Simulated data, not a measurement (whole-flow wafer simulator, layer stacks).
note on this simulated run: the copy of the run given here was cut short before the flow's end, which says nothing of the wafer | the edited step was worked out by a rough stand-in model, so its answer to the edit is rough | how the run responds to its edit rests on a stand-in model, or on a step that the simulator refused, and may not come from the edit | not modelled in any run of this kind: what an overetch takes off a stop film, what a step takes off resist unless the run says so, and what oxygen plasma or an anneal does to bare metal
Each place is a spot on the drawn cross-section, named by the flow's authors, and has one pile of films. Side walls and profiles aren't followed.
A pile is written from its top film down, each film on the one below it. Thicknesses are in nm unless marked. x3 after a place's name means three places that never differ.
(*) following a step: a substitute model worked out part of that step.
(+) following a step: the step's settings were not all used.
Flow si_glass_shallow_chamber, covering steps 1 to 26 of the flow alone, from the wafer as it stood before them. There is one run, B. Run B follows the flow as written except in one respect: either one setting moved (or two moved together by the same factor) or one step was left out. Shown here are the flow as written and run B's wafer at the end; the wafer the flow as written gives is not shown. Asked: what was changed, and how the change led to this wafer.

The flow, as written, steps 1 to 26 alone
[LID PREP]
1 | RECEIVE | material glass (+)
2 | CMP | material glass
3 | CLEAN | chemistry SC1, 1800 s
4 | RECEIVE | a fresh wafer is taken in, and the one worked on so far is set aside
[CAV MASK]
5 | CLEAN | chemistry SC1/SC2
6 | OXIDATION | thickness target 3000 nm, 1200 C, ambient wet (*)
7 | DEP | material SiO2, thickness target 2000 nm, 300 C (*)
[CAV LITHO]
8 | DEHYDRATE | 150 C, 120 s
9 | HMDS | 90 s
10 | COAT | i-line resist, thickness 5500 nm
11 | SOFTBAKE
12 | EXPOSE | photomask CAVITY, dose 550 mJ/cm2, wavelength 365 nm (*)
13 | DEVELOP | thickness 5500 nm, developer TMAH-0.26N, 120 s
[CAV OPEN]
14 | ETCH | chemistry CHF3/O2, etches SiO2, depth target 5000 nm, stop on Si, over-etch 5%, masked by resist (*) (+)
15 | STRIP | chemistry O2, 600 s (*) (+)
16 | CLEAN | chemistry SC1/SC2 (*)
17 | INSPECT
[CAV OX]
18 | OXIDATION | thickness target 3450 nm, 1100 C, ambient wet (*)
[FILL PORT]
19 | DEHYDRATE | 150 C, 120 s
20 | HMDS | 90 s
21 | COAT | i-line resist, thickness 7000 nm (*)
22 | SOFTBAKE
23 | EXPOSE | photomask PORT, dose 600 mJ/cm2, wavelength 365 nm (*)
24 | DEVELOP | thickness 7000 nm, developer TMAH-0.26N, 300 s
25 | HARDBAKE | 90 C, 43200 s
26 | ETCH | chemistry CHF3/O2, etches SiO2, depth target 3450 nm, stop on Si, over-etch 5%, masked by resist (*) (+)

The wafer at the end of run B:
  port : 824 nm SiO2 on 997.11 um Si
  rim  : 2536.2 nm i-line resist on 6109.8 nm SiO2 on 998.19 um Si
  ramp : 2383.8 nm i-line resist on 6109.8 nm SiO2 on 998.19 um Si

What caused this: step 26, ETCH: depth target 2501 nm was run, whereas the flow has depth target 3450 nm.

How this came from the change, step by step:
  26 | ETCH | chemistry CHF3/O2, etches SiO2, depth target 3450 nm, stop on Si, over-etch 5%, masked by resist (*) (+)
      port: -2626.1 SiO2 (as written it would have been: -3450 SiO2 (all of it), -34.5 Si)
      rim, ramp, cav, ring: -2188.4 i-line resist (as written it would have been: -3018.8 i-line resist)
      (also at 1 further place)
